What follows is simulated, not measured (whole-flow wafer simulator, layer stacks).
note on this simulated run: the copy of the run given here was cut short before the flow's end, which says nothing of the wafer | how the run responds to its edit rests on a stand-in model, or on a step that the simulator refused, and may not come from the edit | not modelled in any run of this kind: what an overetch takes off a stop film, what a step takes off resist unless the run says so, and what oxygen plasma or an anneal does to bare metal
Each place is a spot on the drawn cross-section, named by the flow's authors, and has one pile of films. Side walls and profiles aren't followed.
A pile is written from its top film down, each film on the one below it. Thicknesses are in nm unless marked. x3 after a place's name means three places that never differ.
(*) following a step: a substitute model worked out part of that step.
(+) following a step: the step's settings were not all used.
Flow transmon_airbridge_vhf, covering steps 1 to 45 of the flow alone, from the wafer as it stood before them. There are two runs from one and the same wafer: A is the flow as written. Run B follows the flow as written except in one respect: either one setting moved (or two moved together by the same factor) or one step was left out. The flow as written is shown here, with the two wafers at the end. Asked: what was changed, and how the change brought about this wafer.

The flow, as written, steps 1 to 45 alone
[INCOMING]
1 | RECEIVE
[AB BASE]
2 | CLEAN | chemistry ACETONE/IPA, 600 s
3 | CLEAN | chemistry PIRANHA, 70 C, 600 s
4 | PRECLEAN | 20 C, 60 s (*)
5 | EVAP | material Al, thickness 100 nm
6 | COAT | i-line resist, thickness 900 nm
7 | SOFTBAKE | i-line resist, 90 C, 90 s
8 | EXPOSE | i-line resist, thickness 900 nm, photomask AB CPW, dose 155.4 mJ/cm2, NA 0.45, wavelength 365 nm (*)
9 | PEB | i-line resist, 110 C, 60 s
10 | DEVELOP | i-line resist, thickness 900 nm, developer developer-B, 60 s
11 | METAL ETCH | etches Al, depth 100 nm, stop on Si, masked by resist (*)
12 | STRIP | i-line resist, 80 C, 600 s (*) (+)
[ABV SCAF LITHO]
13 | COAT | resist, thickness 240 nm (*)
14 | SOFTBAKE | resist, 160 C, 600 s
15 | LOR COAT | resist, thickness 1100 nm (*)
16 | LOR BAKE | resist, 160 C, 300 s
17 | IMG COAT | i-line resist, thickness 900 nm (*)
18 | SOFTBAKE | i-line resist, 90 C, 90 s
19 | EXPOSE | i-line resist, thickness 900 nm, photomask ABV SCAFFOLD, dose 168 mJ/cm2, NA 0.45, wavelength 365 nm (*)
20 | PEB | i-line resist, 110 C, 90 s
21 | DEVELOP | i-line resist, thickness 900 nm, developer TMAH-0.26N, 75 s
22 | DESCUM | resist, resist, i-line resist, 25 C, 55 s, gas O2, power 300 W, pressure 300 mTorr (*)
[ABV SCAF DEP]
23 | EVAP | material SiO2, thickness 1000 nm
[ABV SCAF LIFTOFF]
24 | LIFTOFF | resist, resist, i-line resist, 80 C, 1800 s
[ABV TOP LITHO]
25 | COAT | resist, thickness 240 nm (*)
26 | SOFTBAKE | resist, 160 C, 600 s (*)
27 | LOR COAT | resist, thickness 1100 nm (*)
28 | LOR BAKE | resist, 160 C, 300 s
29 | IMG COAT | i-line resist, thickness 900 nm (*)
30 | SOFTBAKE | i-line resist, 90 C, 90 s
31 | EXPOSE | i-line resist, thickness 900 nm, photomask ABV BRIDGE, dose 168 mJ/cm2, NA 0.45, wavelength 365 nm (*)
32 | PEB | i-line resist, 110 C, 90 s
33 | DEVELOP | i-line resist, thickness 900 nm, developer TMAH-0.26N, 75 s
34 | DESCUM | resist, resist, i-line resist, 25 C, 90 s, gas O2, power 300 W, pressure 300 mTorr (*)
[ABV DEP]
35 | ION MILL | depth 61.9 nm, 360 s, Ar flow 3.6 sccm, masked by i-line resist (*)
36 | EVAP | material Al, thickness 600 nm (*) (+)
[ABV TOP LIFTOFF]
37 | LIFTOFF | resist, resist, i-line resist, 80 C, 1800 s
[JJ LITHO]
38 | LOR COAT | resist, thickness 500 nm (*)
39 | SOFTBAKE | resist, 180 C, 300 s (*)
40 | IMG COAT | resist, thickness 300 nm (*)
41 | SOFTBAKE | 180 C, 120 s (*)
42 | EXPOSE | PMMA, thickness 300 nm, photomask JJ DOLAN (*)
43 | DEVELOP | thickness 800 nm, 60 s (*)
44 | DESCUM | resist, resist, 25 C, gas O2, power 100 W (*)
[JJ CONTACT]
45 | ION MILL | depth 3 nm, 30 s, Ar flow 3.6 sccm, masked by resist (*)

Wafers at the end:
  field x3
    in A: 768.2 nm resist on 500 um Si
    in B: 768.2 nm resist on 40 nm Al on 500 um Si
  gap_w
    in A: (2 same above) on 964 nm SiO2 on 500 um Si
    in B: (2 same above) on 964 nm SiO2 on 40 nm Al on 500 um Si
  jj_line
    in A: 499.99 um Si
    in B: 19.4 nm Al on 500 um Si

What caused this: step 5, EVAP: thickness 140 nm was run, though the flow has thickness 100 nm.

Step by step, how the change led to this:
  5 | EVAP | material Al, thickness 100 nm
      field x3, jj_line, ground_far and 12 more: A Al gains 100 (new film) | B Al gains 140 (new film)
  11 | METAL ETCH | etches Al, depth 100 nm, stop on Si, masked by resist (*)
      field x3, jj_line, gap_w, gap_e: A Al loses 100 (all of it) | B Al loses 100
  45 | ION MILL | depth 3 nm, 30 s, Ar flow 3.6 sccm, masked by resist (*)
      jj_line: A Si loses 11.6 | B Al loses 20.6
If metal films that touch count as one body, field x3 has 1 body; the flow as written gives 0 bodies.
If metal films that touch count as one body, gap_w has 2 bodies (between them, from the top down: SiO2 964); the flow as written gives 1 body.
If metal films that touch count as one body, jj_line has 1 body; the flow as written gives 0 bodies.
